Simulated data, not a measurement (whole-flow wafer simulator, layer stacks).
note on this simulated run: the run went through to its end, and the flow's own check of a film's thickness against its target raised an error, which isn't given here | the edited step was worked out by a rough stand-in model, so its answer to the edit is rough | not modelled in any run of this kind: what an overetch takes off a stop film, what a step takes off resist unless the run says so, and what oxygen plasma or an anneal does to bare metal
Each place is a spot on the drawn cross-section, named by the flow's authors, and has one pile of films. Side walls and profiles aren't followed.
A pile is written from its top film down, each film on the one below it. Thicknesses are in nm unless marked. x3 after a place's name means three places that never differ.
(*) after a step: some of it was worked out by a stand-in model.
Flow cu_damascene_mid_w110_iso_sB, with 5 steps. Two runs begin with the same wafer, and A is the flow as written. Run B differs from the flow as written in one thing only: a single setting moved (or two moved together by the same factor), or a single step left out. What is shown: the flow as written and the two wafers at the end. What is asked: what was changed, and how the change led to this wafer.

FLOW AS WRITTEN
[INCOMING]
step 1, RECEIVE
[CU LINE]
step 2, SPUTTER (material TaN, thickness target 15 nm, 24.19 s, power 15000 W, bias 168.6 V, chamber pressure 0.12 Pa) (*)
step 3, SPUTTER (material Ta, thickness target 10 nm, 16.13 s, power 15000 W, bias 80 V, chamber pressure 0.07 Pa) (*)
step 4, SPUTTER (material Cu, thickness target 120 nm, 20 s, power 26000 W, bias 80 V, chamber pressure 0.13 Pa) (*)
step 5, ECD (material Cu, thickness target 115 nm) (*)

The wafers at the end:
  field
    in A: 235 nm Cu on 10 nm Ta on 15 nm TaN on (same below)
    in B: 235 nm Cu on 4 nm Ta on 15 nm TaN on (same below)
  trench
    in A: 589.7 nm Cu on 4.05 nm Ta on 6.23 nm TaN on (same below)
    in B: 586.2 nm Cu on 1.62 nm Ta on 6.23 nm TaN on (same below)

Cause: step 3, SPUTTER: 6.45 s was run, though the flow has 16.13 s.

Step by step, how the change led to this:
  step 3, SPUTTER (material Ta, thickness target 10 nm, 16.13 s, power 15000 W, bias 80 V, chamber pressure 0.07 Pa) (*)
      field: A Ta gains 10 (new film) | B Ta gains 4 (new film)
      trench: A Ta gains 4.05 (new film) | B Ta gains 1.62 (new film)
